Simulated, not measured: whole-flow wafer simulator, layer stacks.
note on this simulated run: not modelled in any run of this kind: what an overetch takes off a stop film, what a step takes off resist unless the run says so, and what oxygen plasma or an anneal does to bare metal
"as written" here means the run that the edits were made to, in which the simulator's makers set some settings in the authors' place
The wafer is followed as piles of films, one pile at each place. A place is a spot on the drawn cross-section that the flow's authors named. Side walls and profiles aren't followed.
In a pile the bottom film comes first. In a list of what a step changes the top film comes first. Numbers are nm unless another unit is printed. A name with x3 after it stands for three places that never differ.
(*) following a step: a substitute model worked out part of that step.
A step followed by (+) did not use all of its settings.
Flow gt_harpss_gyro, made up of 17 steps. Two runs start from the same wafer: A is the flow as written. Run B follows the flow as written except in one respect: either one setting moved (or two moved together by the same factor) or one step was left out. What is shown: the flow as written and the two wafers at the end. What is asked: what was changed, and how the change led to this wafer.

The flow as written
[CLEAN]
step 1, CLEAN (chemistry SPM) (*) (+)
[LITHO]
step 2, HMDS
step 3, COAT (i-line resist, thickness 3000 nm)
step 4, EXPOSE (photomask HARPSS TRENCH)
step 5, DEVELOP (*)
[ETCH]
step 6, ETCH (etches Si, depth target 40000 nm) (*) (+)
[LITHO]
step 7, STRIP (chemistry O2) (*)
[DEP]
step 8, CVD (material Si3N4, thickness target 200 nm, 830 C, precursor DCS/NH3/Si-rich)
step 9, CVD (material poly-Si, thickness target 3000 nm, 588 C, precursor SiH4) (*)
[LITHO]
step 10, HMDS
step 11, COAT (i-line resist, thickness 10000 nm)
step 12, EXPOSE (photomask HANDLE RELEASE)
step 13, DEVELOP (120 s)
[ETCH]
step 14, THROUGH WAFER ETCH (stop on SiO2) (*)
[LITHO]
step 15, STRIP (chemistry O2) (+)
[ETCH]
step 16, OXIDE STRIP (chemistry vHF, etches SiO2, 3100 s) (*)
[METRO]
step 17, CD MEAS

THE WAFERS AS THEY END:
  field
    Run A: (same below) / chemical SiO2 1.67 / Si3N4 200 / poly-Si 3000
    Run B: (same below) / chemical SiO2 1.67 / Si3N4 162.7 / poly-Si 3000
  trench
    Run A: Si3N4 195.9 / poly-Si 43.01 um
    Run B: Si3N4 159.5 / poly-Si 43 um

What caused this: step 8, CVD: thickness target 162.7 nm was run, though the flow has thickness target 200 nm.
One can read it off the wafer: field has Si3N4 162.7, and step 8 as written asks for 200 nm.

The path from the change to this, step by step:
  step 8, CVD (material Si3N4, thickness target 200 nm, 830 C, precursor DCS/NH3/Si-rich)
      field: A Si3N4 gains 200 (new film) | B Si3N4 gains 162.7 (new film)
      trench: A Si3N4 gains 195.9 (new film) | B Si3N4 gains 159.5 (new film)
  step 9, CVD (material poly-Si, thickness target 3000 nm, 588 C, precursor SiH4) (*)
      trench: A poly-Si gains 43.01 um (new film) | B poly-Si gains 43 um (new film)
